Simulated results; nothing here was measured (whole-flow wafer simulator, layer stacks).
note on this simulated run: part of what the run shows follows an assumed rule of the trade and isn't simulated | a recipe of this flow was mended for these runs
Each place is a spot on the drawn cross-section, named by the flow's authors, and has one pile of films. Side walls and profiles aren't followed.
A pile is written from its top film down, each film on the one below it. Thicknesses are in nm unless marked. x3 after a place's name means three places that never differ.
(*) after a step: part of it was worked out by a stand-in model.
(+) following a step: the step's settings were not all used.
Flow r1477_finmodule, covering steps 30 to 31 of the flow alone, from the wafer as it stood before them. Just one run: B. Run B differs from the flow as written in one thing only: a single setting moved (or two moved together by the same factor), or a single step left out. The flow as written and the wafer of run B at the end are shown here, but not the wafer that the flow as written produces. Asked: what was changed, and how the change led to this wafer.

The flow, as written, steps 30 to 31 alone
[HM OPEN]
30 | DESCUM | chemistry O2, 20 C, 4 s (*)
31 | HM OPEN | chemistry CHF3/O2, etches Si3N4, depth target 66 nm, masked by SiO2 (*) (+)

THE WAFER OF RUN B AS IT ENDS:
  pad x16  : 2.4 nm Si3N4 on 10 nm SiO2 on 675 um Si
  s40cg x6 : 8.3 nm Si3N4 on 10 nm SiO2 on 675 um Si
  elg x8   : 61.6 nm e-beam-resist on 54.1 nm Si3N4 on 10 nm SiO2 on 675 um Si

Cause: step 31, HM OPEN: depth target 51.7 nm was run, while the flow as written has depth target 66 nm.

Step by step, how the change led to this:
  31 | HM OPEN | chemistry CHF3/O2, etches Si3N4, depth target 66 nm, masked by SiO2 (*) (+)
      pad x16: Si3N4 loses 51.7 (in the flow as written it would be: Si3N4 loses 54.1 (all of it), SiO2 loses 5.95)
      s40cg x6: Si3N4 loses 51.7 (in the flow as written it would be: Si3N4 loses 60 (all of it), SiO2 loses 3)
      (also at 14 further places)
